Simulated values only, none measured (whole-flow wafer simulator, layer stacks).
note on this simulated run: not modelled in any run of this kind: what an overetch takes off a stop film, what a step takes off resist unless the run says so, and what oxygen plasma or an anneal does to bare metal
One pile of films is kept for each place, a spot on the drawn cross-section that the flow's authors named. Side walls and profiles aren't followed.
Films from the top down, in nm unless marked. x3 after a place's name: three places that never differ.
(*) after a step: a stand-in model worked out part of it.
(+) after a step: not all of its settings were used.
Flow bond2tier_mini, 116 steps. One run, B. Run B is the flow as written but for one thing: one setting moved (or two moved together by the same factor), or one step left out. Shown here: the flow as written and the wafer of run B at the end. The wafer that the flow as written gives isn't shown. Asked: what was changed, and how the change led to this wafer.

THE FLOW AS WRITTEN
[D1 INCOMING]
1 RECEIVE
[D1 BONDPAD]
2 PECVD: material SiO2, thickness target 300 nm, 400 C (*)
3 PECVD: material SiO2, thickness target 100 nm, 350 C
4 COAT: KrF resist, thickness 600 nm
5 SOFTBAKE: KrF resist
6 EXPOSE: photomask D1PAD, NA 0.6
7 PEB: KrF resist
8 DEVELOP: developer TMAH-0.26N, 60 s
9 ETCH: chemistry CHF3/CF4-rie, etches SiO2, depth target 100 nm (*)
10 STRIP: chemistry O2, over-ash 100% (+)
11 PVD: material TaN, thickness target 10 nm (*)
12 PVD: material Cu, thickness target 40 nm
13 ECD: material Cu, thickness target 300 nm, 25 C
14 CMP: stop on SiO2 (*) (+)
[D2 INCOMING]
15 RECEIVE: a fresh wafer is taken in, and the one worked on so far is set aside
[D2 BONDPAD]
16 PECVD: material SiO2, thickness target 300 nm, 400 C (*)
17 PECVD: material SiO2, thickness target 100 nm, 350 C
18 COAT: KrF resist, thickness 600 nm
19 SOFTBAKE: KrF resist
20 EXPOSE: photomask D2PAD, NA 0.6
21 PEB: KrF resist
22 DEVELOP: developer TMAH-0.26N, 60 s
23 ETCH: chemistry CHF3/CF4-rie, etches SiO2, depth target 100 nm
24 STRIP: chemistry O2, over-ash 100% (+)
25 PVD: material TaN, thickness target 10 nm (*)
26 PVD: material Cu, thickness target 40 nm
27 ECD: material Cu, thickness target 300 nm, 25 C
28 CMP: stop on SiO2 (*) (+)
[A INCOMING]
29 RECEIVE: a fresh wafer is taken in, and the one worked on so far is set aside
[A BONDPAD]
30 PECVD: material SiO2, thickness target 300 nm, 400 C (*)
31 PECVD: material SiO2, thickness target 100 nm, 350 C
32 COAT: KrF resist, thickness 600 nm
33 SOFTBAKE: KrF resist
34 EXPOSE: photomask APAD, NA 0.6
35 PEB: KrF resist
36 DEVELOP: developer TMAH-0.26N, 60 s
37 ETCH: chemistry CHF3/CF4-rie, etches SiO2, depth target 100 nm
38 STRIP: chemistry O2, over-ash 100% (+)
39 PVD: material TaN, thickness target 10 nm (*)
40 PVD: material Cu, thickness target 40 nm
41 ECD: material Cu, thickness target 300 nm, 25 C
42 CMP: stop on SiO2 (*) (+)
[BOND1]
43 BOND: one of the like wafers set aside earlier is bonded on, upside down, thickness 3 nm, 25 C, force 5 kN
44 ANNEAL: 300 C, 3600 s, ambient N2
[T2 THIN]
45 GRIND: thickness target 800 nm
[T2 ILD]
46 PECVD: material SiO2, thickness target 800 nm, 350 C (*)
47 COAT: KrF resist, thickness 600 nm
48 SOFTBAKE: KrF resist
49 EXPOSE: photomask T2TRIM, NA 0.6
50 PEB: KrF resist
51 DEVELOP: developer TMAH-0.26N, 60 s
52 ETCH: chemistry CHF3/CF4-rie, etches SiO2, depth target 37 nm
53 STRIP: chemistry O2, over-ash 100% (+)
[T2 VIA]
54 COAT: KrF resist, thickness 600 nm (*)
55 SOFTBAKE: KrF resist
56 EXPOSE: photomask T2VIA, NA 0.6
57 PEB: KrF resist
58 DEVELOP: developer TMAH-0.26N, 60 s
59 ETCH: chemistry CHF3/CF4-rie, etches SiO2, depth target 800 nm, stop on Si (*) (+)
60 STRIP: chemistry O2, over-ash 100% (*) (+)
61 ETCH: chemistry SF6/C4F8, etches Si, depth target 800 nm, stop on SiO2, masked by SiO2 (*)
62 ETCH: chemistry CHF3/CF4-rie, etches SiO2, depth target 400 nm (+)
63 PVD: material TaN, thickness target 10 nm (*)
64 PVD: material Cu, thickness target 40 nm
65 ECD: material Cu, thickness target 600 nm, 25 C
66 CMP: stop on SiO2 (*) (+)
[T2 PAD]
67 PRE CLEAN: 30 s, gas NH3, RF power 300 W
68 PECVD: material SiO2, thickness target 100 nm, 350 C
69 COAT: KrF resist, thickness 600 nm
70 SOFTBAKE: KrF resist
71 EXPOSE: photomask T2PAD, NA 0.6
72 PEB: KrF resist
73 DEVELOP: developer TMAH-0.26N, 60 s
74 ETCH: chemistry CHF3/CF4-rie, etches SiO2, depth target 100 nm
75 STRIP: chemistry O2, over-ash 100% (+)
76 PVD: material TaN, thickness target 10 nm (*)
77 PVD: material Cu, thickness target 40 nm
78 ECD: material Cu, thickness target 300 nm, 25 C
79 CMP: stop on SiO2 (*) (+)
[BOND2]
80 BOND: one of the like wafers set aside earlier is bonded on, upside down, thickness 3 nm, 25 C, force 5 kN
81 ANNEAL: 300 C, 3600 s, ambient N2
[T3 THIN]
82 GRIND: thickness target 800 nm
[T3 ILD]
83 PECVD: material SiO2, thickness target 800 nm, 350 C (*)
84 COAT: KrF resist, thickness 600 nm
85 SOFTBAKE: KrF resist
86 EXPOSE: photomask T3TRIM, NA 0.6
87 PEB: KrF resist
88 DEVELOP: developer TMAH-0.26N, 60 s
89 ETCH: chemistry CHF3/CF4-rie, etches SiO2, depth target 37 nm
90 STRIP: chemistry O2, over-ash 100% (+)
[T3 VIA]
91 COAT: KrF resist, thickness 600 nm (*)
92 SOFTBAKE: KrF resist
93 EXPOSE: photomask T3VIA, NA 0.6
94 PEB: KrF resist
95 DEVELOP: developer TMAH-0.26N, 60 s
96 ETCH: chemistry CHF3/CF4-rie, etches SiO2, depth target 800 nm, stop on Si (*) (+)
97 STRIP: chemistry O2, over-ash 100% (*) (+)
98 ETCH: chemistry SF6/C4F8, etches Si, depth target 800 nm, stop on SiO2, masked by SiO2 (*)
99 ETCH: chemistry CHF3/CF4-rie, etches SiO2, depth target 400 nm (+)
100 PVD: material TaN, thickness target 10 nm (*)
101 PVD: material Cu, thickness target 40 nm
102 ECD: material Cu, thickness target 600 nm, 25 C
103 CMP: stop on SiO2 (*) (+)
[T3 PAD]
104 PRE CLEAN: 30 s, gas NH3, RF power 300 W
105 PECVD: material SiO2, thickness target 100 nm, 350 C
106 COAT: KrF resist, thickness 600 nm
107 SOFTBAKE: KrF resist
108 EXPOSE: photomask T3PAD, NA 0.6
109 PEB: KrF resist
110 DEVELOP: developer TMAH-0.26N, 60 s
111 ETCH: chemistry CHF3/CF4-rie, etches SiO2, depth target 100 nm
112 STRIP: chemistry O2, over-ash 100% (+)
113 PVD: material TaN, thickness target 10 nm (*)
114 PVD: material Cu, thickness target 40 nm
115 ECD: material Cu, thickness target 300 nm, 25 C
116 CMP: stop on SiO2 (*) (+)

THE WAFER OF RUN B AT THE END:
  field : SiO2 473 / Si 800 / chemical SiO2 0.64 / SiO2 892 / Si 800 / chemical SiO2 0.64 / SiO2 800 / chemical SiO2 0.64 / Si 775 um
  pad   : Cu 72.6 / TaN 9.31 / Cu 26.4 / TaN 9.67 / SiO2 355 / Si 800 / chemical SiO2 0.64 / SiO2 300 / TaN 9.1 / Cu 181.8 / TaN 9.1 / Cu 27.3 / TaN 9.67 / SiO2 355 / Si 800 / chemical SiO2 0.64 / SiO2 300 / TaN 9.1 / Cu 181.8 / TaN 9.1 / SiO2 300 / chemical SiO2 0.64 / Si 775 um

The cause: step 105, PECVD: thickness target 81 nm was run, where the flow has thickness target 100 nm.

How the change led to this, step by step:
  105 PECVD: material SiO2, thickness target 100 nm, 350 C
      field: SiO2 +81 (as written it would be: SiO2 +100)
      pad: SiO2 +81 (new film) (as written it would be: SiO2 +100 (new film))
  111 ETCH: chemistry CHF3/CF4-rie, etches SiO2, depth target 100 nm
      pad: SiO2 -81 (all of it), Cu -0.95 (as written it would be: SiO2 -100 (all of it))
  115 ECD: material Cu, thickness target 300 nm, 25 C
      pad: Cu +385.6 (as written it would be: Cu +404.5)
